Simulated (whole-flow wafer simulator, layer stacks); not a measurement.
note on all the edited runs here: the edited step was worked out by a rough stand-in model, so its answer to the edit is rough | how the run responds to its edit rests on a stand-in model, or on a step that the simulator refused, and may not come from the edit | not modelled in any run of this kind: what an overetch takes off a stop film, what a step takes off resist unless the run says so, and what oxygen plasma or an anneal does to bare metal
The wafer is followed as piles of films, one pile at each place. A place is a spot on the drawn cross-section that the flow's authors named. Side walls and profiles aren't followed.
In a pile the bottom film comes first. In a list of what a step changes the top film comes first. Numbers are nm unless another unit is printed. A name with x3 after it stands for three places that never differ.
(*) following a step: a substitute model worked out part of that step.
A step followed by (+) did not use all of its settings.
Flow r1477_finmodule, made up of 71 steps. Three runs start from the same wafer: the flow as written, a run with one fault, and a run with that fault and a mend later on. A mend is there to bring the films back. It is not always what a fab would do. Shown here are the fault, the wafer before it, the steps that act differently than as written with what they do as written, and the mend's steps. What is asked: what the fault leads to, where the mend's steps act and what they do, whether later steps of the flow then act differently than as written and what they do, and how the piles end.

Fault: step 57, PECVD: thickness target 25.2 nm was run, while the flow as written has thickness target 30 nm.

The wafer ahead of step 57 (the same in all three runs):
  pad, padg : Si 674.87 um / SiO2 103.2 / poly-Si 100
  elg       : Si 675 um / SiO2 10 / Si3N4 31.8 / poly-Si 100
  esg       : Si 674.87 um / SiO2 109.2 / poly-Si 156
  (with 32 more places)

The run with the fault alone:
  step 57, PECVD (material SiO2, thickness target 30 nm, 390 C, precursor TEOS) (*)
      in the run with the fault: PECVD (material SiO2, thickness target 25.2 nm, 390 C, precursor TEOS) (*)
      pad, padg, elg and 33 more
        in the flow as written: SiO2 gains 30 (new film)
        in the run with the fault: SiO2 gains 25.2 (new film)
  Steps further on in the flow that do not act as written (not shown: 1 more step that differs only slightly, by at most 2% or 0.5 nm, whichever is larger):
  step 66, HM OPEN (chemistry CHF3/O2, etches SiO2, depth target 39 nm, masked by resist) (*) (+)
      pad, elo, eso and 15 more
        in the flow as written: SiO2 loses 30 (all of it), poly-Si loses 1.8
        in the run with the fault: SiO2 loses 25.2 (all of it), poly-Si loses 2.52
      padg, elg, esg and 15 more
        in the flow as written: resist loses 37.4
        in the run with the fault: resist loses 36.2
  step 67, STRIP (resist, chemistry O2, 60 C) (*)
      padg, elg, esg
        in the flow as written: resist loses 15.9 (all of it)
        in the run with the fault: resist loses 17 (all of it)
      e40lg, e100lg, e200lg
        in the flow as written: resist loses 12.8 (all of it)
        in the run with the fault: resist loses 13.9 (all of it)
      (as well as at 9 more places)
  By the end, the piles at padg, elg, esg and 15 more depart from the flow's by more than 2% or 0.5 nm, whichever is larger.
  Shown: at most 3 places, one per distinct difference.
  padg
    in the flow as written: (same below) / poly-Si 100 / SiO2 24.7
    in the run with the fault: (same below) / poly-Si 100 / SiO2 19.9
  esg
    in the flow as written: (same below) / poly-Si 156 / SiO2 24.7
    in the run with the fault: (same below) / poly-Si 156 / SiO2 19.9
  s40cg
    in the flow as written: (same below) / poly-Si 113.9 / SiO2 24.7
    in the run with the fault: (same below) / poly-Si 113.9 / SiO2 19.9

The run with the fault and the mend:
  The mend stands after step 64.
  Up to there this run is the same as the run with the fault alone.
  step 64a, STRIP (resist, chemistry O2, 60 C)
      padg, elg, esg
        resist loses 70 (all of it)
      e40lg, e100lg, e200lg
        resist loses 66.9 (all of it)
      s40sg, s45sg
        resist loses 91 (all of it)
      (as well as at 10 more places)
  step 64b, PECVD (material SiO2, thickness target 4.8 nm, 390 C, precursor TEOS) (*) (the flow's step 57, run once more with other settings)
      pad, padg, elg and 33 more
        SiO2 gains 4.8
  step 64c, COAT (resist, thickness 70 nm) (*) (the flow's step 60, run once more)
      e40lg, e100lg, e200lg, elo, e40lo, e100lo, e200lo
        resist gains 66.9 (new film)
      pad, padg, elg, esg
        resist gains 70 (new film)
      s40sg, s45sg, s40so, s45so
        resist gains 91 (new film)
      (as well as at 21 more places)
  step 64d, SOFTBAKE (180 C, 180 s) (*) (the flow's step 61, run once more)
      alters no film at any place that is followed
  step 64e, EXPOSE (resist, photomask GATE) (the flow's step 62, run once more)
      alters no film at any place that is followed
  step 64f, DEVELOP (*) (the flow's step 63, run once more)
      elo, e40lo, e100lo, e200lo
        resist loses 66.9 (all of it)
      eso, e40so
        resist loses 129.5 (all of it)
      s40so, s45so
        resist loses 91 (all of it)
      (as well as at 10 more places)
  None of the later steps of the flow acts differently than as written at any place that is followed.
  By the end, the piles equal the flow's at every place that both follow.
